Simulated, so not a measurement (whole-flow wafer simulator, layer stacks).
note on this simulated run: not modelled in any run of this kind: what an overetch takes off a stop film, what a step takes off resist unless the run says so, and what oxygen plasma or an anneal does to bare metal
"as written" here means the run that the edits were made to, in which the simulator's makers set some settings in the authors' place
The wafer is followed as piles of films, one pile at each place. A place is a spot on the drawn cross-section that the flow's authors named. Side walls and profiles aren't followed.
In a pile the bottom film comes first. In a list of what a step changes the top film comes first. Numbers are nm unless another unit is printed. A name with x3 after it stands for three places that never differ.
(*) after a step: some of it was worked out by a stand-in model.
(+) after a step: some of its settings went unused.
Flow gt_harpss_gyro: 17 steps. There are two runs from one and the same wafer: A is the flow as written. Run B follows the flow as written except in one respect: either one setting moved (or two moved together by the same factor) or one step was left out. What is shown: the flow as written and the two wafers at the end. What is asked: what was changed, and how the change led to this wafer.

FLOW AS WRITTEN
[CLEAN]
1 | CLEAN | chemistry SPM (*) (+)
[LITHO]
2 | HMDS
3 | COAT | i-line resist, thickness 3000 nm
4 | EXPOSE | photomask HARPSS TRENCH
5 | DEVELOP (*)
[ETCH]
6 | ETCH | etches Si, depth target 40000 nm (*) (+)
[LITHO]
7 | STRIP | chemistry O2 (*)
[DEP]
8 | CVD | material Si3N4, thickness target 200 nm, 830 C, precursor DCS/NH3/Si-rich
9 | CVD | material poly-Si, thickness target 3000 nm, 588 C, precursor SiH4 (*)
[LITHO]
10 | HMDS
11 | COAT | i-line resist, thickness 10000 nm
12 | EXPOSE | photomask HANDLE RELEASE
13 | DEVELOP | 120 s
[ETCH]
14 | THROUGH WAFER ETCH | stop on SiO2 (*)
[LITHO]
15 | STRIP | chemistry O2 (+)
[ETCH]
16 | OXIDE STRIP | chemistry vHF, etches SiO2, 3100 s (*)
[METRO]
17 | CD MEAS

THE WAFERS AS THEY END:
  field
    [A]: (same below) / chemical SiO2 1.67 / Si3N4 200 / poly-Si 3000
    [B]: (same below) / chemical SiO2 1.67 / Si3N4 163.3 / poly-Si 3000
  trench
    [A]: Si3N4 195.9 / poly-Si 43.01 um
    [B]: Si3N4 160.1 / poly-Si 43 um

The reason: step 8, CVD: thickness target 163.3 nm was run, whereas the flow has thickness target 200 nm.
The wafer lets one read it off: field has Si3N4 163.3, and step 8 as written asks for 200 nm.

Step by step, how the change led to this:
  8 | CVD | material Si3N4, thickness target 200 nm, 830 C, precursor DCS/NH3/Si-rich
      field: A +200 Si3N4 (new film) | B +163.3 Si3N4 (new film)
      trench: A +195.9 Si3N4 (new film) | B +160.1 Si3N4 (new film)
  9 | CVD | material poly-Si, thickness target 3000 nm, 588 C, precursor SiH4 (*)
      trench: A +43.01 um poly-Si (new film) | B +43 um poly-Si (new film)
